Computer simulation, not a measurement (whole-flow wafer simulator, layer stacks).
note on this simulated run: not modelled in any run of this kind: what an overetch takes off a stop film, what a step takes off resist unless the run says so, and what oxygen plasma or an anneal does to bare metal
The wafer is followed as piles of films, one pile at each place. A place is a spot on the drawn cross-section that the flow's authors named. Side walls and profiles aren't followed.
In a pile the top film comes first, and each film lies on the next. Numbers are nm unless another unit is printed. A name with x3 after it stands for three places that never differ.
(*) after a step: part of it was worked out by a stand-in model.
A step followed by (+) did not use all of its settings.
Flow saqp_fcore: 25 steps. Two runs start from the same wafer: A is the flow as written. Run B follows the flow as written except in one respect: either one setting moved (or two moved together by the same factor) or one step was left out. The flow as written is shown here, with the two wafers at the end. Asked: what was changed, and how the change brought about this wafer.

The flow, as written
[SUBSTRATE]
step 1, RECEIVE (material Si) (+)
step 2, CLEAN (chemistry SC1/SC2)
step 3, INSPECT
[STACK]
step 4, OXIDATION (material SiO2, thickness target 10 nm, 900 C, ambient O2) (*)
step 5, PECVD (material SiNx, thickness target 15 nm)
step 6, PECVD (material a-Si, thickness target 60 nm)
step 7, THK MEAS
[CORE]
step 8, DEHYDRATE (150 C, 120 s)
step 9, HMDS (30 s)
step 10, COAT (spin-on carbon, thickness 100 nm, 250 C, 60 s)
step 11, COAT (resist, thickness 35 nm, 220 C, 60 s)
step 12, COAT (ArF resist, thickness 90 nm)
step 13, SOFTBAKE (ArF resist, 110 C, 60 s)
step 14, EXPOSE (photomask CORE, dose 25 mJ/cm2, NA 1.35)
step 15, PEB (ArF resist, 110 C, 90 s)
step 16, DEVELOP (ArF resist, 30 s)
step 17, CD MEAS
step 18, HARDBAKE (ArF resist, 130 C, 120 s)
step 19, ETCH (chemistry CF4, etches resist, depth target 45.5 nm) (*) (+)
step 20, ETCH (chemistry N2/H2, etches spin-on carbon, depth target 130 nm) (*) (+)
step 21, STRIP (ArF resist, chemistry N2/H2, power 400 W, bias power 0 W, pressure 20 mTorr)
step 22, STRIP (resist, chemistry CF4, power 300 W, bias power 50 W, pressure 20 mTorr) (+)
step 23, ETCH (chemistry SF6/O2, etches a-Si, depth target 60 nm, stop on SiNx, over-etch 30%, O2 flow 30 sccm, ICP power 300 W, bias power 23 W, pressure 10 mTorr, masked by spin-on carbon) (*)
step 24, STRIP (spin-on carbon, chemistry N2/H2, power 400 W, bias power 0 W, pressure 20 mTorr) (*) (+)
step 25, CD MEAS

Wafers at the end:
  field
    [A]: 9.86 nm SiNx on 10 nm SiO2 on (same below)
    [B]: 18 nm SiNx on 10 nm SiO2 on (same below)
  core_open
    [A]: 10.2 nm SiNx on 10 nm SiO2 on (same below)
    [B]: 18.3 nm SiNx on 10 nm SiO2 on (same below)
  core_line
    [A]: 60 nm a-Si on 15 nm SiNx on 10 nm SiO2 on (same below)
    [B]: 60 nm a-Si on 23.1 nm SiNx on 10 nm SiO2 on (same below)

Cause: step 5, PECVD: thickness target 23.1 nm was run, whereas the flow has thickness target 15 nm.
The wafer itself shows it: core_line has SiNx 23.1, and step 5 as written asks for 15 nm.

Step by step, how the change led to this:
  step 5, PECVD (material SiNx, thickness target 15 nm)
      field, core_open, core_line: A SiNx gains 15 (new film) | B SiNx gains 23.1 (new film)
